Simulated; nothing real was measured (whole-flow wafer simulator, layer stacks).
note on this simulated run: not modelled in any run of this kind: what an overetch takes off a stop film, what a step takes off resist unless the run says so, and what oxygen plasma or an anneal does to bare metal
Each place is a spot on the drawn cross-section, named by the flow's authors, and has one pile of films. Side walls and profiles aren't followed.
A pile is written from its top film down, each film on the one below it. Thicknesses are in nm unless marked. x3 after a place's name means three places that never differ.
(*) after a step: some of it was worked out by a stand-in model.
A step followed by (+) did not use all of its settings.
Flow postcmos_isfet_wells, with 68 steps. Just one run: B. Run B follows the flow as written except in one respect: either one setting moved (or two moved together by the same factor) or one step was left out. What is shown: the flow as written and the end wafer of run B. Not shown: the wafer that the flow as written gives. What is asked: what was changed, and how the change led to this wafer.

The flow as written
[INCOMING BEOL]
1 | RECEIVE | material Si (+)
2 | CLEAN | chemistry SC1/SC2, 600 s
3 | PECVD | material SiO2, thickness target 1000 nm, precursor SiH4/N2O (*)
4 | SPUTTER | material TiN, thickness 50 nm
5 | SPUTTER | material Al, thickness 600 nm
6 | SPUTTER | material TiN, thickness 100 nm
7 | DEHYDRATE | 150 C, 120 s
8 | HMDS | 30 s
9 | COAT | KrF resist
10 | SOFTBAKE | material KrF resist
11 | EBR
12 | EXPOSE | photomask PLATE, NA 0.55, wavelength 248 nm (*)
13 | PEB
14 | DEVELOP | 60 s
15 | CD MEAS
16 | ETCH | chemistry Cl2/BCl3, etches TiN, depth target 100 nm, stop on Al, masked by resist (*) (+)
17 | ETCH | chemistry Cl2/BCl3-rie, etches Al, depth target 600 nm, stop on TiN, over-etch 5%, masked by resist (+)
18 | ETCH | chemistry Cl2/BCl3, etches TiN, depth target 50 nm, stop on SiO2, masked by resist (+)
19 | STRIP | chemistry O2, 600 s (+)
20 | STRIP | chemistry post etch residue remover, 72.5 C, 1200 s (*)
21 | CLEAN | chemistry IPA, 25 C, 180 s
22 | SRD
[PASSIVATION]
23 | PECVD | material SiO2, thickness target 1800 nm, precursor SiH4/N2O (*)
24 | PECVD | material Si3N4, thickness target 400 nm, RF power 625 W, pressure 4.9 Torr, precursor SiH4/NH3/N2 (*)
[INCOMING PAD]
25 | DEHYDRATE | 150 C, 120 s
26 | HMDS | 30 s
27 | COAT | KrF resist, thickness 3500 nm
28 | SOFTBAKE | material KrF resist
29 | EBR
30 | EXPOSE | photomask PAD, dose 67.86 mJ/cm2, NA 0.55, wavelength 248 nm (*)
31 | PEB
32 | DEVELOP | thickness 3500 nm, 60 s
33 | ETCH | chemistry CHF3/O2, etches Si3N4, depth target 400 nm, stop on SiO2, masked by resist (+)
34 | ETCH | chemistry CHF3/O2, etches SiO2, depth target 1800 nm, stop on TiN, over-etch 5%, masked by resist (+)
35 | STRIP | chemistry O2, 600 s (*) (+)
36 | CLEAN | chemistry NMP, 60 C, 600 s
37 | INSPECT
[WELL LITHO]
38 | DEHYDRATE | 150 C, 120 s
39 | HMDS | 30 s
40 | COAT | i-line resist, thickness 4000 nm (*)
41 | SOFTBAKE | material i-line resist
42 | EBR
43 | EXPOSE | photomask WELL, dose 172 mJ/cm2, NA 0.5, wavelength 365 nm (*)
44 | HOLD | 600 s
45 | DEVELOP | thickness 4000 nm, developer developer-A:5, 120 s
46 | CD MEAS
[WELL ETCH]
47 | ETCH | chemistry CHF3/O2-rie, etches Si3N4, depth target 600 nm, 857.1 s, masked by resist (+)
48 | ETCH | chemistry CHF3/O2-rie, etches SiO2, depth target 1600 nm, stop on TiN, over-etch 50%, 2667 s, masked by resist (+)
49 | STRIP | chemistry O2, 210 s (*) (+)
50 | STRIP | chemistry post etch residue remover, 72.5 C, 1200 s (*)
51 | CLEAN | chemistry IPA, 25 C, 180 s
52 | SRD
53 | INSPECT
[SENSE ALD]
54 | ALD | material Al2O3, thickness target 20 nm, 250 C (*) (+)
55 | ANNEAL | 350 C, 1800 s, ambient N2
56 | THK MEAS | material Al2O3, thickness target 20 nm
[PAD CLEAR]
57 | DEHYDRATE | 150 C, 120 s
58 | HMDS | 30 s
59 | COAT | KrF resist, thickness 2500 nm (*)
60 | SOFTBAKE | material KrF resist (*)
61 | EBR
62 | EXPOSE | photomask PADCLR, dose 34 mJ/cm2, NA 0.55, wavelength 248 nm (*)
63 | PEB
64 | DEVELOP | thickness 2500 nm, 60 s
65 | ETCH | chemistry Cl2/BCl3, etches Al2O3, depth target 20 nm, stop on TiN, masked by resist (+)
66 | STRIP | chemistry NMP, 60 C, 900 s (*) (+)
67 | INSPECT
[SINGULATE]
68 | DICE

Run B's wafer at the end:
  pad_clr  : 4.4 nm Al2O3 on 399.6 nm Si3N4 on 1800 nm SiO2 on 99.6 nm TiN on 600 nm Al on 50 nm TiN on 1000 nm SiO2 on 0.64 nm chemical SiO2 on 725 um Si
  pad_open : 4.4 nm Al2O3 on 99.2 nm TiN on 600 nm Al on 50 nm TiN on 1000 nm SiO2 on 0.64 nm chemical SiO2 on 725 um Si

The reason: step 65, ETCH: depth target 15.6 nm was run, though the flow has depth target 20 nm.

Step by step, how the change led to this:
  65 | ETCH | chemistry Cl2/BCl3, etches Al2O3, depth target 20 nm, stop on TiN, masked by resist (+)
      pad_clr, pad_open: Al2O3 loses 15.6 (it would be, as written: Al2O3 loses 20 (all of it))
      field, margin, pad_rim: KrF resist loses 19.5 (it would be, as written: KrF resist loses 25)
